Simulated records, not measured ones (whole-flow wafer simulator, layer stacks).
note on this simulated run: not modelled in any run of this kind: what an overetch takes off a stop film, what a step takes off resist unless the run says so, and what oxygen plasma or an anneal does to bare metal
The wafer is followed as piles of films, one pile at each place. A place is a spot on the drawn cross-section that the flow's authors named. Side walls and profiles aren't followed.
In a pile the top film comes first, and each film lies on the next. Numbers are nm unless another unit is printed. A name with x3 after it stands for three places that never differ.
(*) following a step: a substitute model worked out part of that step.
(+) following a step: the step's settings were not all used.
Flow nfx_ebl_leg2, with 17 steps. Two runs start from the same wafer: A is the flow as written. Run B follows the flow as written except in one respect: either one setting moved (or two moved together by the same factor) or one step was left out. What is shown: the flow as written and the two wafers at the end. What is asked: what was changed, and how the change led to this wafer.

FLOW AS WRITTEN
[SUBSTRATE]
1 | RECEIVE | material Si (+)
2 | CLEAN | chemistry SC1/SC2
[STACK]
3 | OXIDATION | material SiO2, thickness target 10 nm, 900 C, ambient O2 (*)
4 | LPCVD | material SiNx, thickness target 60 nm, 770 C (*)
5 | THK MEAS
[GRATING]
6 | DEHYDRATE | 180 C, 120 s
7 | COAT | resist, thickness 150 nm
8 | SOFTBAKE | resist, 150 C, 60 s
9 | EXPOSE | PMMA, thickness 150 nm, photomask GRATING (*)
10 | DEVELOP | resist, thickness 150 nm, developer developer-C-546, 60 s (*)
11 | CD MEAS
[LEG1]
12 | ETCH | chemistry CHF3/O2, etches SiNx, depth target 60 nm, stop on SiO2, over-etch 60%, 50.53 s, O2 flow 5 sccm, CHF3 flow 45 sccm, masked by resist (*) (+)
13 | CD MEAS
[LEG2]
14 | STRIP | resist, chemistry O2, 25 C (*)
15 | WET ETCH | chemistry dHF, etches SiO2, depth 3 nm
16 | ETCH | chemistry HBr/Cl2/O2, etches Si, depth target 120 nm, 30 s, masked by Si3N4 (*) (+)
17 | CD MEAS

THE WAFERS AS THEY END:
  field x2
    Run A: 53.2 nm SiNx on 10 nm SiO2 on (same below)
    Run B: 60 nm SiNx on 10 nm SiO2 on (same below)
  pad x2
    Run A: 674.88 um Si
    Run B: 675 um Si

What caused this: step 16, ETCH: chemistry HBr/Cl2/O2, etches Si, depth target 120 nm, 30 s, masked by Si3N4 (*) (+), was omitted.

Step by step, how the change led to this:
  (no step that both runs have acts differently)
